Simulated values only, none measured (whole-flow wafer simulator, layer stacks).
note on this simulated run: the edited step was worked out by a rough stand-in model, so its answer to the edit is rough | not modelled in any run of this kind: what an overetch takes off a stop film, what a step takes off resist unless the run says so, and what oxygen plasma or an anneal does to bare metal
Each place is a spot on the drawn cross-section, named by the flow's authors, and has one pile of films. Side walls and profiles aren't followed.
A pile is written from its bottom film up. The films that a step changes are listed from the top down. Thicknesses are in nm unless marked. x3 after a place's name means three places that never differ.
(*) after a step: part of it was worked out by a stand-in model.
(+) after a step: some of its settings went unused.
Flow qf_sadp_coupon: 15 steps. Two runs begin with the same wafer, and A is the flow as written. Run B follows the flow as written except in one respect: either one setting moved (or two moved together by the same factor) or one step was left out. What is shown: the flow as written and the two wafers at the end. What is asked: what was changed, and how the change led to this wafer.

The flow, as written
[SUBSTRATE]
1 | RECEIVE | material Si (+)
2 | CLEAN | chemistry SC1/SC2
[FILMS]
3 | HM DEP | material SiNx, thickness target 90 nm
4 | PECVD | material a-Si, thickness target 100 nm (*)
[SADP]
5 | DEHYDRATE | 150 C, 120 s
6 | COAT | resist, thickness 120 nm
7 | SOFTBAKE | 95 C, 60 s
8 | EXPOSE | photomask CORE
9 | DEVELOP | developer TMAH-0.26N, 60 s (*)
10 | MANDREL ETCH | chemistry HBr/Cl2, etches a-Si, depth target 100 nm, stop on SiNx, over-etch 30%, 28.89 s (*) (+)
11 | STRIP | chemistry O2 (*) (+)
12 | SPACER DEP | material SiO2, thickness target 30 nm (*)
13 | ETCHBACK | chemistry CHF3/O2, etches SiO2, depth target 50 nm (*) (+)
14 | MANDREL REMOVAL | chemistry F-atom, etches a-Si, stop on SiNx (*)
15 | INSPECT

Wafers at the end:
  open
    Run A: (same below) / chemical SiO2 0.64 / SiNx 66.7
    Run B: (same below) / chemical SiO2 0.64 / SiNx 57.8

The reason: step 4, PECVD: thickness target 38 nm was run, while the flow as written has thickness target 100 nm.

The path from the change to this, step by step:
  4 | PECVD | material a-Si, thickness target 100 nm (*)
      m, open: A +100 a-Si (new film) | B +38 a-Si (new film)
  10 | MANDREL ETCH | chemistry HBr/Cl2, etches a-Si, depth target 100 nm, stop on SiNx, over-etch 30%, 28.89 s (*) (+)
      open: A -100 a-Si (all of it), -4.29 SiNx | B -38 a-Si (all of it), -13.1 SiNx
  14 | MANDREL REMOVAL | chemistry F-atom, etches a-Si, stop on SiNx (*)
      m: A -95.8 a-Si (all of it) | B -33.8 a-Si (all of it)
